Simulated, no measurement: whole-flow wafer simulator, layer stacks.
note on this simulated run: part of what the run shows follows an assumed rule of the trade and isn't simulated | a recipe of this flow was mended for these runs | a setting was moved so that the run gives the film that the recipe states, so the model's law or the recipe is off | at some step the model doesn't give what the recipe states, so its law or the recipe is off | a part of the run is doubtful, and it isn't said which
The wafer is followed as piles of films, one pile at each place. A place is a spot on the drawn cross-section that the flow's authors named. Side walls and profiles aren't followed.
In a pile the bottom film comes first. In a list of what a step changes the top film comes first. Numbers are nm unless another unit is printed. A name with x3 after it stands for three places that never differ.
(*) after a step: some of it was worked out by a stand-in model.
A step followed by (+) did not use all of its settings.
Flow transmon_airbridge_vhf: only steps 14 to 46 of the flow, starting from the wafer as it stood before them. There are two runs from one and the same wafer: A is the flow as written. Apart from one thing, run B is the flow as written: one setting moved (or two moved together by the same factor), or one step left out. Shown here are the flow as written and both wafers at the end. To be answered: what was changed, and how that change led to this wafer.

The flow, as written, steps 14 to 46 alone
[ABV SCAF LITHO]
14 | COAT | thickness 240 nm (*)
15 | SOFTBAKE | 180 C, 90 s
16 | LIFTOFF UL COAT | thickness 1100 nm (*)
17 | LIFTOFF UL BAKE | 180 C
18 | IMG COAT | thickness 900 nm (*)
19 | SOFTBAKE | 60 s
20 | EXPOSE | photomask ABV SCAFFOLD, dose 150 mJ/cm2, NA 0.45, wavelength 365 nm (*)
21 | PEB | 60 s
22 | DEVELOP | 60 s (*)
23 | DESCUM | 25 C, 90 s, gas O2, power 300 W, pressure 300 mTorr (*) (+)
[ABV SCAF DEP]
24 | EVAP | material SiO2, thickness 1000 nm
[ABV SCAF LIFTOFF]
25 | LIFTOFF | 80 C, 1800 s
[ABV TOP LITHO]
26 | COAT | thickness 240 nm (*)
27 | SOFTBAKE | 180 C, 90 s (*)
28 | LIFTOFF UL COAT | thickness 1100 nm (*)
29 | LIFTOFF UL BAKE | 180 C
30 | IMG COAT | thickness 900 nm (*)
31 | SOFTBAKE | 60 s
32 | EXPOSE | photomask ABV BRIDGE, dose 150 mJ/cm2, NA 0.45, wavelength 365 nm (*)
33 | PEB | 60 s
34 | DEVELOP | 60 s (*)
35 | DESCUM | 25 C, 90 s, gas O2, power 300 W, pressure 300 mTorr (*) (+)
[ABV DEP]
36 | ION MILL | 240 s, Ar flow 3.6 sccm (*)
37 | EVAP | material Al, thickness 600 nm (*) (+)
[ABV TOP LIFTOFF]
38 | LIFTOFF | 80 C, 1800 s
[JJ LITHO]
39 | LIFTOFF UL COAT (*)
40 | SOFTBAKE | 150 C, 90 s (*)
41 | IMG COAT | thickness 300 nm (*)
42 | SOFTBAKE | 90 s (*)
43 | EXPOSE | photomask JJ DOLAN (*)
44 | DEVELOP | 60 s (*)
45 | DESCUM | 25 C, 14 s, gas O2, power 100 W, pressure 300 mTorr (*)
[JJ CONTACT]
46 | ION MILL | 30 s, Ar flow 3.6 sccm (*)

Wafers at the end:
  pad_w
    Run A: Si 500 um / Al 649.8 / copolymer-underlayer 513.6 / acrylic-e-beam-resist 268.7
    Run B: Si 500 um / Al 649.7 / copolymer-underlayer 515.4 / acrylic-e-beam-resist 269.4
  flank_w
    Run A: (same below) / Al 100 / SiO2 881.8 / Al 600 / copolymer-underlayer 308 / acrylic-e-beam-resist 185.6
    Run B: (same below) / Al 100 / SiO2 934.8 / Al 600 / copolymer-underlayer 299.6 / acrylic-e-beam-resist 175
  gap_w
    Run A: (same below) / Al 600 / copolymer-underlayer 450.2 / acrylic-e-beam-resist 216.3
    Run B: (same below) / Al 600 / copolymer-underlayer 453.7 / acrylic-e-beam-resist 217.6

Cause: step 16, LIFTOFF UL COAT: thickness 1100 nm (*), was skipped.

The path from the change to this, step by step:
  18 | IMG COAT | thickness 900 nm (*)
      gap_w, gap_e: A i-line-resist gains 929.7 (new film) | B i-line-resist gains 951.5 (new film)
  21 | PEB | 60 s
      gap_w, gap_e: A i-line-resist loses 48 | B i-line-resist loses 49.3
  22 | DEVELOP | 60 s (*)
      margin_s, bridge_strip, margin_n: A i-line-resist loses 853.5 (all of it), lift-off-underlayer loses 1100 (all of it) | B i-line-resist loses 853.5 (all of it)
      flank_w, flank_e: A i-line-resist loses 861.4 (all of it), lift-off-underlayer loses 1084.6 (all of it) | B i-line-resist loses 845.6 (all of it)
      (as well as at 3 more places)
  24 | EVAP | material SiO2, thickness 1000 nm
      flank_w, flank_e: A SiO2 gains 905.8 (new film) | B SiO2 gains 958.8 (new film)
  25 | LIFTOFF | 80 C, 1800 s
      field x3, jj_line, trace_open_s x2: A SiO2 loses 1000 (all of it), i-line-resist loses 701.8 (all of it), lift-off-underlayer loses 1100 (all of it), acrylic-e-beam-resist loses 240 (all of it) | B SiO2 loses 1000 (all of it), i-line-resist loses 701.8 (all of it), acrylic-e-beam-resist loses 240 (all of it)
      pad_w, pad_e: A SiO2 loses 1000 (all of it), i-line-resist loses 696.3 (all of it), lift-off-underlayer loses 1089.9 (all of it), acrylic-e-beam-resist loses 239.3 (all of it) | B SiO2 loses 1000 (all of it), i-line-resist loses 689 (all of it), acrylic-e-beam-resist loses 239.3 (all of it)
      (as well as at 1 more place)
  26 | COAT | thickness 240 nm (*)
      flank_w, flank_e: A acrylic-e-beam-resist gains 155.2 (new film) | B acrylic-e-beam-resist gains 146.4 (new film)
  28 | LIFTOFF UL COAT | thickness 1100 nm (*)
      flank_w: A lift-off-underlayer gains 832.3 (new film) | B lift-off-underlayer gains 804.5 (new film)
      flank_e: A lift-off-underlayer gains 832.5 (new film) | B lift-off-underlayer gains 804.5 (new film)
  34 | DEVELOP | 60 s (*)
      flank_w: A i-line-resist loses 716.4 (all of it), lift-off-underlayer loses 832.3 (all of it) | B i-line-resist loses 705.8 (all of it), lift-off-underlayer loses 804.5 (all of it)
      flank_e: A i-line-resist loses 716.4 (all of it), lift-off-underlayer loses 832.5 (all of it) | B i-line-resist loses 705.8 (all of it), lift-off-underlayer loses 804.5 (all of it)
  35 | DESCUM | 25 C, 90 s, gas O2, power 300 W, pressure 300 mTorr (*) (+)
      flank_w, flank_e: A acrylic-e-beam-resist loses 155.2 (all of it) | B acrylic-e-beam-resist loses 146.4 (all of it)
  39 | LIFTOFF UL COAT (*)
      flank_w, flank_e: A copolymer-underlayer gains 308 (new film) | B copolymer-underlayer gains 299.6 (new film)
  41 | IMG COAT | thickness 300 nm (*)
      flank_w, flank_e: A acrylic-e-beam-resist gains 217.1 (new film) | B acrylic-e-beam-resist gains 206.5 (new film)
